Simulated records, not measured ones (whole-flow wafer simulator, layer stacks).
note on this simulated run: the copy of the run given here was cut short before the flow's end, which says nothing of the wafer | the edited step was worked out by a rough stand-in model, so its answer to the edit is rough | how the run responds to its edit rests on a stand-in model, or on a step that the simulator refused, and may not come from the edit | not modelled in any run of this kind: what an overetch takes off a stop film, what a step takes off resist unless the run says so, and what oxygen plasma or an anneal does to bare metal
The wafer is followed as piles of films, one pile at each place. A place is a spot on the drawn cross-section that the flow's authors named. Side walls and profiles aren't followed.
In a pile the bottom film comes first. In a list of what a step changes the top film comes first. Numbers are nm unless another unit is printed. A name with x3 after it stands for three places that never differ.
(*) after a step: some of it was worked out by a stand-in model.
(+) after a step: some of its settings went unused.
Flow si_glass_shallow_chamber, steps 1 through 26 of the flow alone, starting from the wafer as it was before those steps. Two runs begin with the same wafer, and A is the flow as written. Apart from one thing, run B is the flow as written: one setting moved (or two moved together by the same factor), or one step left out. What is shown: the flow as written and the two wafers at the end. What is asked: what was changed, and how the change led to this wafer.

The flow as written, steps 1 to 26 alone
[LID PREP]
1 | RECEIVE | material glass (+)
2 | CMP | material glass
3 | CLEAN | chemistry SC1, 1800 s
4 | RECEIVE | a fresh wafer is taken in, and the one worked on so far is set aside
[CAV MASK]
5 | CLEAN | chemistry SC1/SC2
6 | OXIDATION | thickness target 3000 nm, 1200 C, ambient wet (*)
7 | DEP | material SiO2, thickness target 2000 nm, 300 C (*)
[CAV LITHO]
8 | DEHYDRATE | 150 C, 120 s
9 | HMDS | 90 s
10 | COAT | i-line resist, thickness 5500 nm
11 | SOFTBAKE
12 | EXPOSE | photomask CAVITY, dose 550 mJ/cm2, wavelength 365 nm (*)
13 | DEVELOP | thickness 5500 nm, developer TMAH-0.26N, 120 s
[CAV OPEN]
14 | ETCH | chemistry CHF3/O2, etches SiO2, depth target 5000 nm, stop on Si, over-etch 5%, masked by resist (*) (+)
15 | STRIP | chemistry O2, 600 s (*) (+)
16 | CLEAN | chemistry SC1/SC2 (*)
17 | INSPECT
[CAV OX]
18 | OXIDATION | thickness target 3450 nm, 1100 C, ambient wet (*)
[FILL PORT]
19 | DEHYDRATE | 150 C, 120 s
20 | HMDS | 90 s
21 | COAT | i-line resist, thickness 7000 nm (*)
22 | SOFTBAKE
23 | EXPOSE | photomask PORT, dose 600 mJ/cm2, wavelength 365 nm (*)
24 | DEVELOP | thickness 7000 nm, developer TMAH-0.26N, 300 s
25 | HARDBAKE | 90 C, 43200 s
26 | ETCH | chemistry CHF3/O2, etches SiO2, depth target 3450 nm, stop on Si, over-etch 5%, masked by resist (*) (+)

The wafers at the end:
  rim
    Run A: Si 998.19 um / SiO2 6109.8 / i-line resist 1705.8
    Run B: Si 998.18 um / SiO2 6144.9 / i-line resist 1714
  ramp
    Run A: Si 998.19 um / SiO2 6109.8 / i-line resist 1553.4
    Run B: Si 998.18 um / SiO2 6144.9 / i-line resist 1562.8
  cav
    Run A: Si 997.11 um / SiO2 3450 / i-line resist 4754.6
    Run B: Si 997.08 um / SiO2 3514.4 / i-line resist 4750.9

The reason: step 18, OXIDATION: 1107 C was run, though the flow has 1100 C.

How this came from the change, step by step:
  18 | OXIDATION | thickness target 3450 nm, 1100 C, ambient wet (*)
      rim, ramp, septum, ring: A SiO2 gains 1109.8, Si loses 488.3 | B SiO2 gains 1144.9, Si loses 503.8
  26 | ETCH | chemistry CHF3/O2, etches SiO2, depth target 3450 nm, stop on Si, over-etch 5%, masked by resist (*) (+)
      port: A SiO2 loses 3450 (all of it), Si loses 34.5 | B SiO2 loses 3514.4 (all of it), Si loses 21.6
